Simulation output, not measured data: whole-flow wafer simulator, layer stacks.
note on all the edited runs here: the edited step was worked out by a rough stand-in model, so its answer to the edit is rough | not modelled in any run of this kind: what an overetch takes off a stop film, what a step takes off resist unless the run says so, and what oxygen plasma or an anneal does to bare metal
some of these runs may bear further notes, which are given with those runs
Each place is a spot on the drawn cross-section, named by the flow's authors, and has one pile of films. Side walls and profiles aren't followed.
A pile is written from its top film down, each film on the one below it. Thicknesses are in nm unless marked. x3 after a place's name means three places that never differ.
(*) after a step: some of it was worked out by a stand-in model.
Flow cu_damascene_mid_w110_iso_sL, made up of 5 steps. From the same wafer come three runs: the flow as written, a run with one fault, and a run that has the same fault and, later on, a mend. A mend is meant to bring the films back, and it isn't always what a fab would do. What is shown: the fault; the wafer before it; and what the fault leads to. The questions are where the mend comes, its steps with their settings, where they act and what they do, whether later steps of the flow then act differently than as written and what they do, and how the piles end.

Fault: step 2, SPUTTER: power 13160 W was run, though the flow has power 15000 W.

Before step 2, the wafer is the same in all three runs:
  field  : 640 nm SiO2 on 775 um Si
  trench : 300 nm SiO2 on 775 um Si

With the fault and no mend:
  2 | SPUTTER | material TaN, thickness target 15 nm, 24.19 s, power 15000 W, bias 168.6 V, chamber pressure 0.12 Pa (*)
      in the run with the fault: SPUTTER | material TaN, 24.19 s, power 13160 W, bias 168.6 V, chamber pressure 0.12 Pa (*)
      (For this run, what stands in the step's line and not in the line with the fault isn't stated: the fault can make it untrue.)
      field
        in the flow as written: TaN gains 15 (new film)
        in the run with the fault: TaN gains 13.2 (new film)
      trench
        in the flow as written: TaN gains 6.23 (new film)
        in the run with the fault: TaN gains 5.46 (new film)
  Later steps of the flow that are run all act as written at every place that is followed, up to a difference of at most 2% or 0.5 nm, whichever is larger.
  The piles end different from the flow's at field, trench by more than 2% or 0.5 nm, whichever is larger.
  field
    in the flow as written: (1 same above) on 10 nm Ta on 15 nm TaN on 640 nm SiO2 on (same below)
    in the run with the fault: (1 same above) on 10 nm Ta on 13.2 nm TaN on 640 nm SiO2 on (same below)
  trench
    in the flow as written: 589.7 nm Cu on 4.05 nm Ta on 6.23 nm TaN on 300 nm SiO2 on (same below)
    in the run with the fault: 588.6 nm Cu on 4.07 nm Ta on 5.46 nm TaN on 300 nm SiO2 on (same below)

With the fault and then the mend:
  The mend stands after step 2.
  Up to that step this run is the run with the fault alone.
  2a | SPUTTER | material TaN, thickness target 1.843 nm, 2.971 s, power 15000 W, bias 168.6 V, chamber pressure 0.12 Pa (*) (the flow's step 2, run once more with other settings)
      field
        TaN gains 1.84
      trench
        TaN gains 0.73
  Later steps of the flow that are run all act as written at every place that is followed.
  The piles end only slightly different from the flow's at the places that both follow, by no more than 2% or 0.5 nm, whichever is larger.
